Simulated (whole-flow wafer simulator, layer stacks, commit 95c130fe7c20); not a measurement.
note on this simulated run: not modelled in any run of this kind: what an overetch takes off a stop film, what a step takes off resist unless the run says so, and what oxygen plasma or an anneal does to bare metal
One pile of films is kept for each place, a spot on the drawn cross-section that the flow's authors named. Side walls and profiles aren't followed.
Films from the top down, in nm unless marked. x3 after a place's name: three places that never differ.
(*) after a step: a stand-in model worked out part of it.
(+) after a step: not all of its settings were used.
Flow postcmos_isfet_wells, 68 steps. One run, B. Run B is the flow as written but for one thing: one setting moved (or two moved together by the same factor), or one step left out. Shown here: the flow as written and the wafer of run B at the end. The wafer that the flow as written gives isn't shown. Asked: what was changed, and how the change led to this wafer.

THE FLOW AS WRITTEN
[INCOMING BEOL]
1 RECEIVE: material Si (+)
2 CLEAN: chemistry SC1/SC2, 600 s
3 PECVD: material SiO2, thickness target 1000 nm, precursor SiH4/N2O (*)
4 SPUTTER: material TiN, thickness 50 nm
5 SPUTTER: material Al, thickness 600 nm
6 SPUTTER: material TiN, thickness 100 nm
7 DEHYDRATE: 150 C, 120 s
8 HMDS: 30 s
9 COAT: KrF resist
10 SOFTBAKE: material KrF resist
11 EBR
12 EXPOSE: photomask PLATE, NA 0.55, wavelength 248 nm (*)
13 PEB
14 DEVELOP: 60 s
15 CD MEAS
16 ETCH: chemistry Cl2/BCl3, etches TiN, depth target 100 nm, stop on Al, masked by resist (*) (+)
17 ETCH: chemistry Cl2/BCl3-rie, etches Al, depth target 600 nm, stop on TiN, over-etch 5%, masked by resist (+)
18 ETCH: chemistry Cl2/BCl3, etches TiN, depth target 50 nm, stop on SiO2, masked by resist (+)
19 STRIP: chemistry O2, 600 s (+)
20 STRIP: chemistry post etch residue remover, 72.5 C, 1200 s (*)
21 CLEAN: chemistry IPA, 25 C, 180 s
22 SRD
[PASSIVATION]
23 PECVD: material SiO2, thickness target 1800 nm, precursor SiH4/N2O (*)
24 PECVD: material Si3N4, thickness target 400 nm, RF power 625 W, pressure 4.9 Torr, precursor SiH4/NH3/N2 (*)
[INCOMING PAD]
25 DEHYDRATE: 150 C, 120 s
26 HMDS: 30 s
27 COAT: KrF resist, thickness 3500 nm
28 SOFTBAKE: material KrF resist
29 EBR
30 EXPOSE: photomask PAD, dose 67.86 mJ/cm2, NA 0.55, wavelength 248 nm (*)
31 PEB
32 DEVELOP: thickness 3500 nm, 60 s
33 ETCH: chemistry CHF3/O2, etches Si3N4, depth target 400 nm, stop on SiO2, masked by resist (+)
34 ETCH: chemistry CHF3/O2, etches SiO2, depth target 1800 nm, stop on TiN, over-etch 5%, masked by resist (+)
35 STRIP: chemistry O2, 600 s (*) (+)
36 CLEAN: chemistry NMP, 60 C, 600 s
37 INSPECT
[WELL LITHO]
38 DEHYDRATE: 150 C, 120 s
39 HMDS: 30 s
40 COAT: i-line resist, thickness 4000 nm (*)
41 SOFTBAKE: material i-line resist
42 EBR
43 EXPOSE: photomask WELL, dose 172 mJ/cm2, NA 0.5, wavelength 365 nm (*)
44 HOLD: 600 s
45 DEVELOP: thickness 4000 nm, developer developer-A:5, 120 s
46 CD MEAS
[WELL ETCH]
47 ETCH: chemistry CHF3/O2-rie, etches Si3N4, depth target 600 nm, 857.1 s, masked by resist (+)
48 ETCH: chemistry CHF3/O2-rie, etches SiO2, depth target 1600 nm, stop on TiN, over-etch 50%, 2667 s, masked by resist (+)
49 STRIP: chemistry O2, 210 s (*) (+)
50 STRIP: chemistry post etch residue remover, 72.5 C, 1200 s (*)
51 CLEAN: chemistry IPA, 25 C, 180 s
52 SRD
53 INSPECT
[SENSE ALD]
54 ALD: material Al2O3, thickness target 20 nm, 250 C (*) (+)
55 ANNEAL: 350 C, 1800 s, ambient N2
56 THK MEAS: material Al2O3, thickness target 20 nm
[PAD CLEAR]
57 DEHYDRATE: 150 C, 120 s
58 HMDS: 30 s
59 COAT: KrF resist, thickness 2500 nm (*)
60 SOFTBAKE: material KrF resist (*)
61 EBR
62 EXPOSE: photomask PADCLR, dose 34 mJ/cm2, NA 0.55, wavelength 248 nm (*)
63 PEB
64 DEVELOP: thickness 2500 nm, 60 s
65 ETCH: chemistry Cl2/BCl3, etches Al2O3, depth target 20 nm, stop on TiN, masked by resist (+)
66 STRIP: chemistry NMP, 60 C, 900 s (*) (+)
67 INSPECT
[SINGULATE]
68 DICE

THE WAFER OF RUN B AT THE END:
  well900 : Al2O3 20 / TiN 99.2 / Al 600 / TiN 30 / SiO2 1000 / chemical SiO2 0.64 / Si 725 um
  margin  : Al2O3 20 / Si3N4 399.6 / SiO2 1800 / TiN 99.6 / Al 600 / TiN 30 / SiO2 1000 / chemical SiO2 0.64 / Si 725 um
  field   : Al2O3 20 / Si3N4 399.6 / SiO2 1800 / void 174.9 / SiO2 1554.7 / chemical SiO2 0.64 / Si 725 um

The cause: step 4, SPUTTER: thickness 30 nm was run, where the flow has thickness 50 nm.
It can be read off the wafer: well900 has TiN 30, and step 4 as written asks for 50 nm.

How the change led to this, step by step:
  4 SPUTTER: material TiN, thickness 50 nm
      field, margin, well900 and 6 more: TiN +30 (new film) (as written it would be: TiN +50 (new film))
  18 ETCH: chemistry Cl2/BCl3, etches TiN, depth target 50 nm, stop on SiO2, masked by resist (+)
      margin, well900, well1300, well2000, well3000, pad_rim, pad_clr, pad_open: KrF resist -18 (as written it would be: KrF resist -20)
      field: TiN -30 (all of it) (as written it would be: TiN -50 (all of it))
  23 PECVD: material SiO2, thickness target 1800 nm, precursor SiH4/N2O (*)
      field: SiO2 +1800 (new film), void +174.9 (new film), SiO2 +554.7 (as written it would be: SiO2 +1800 (new film), void +189.9 (new film), SiO2 +559.7)
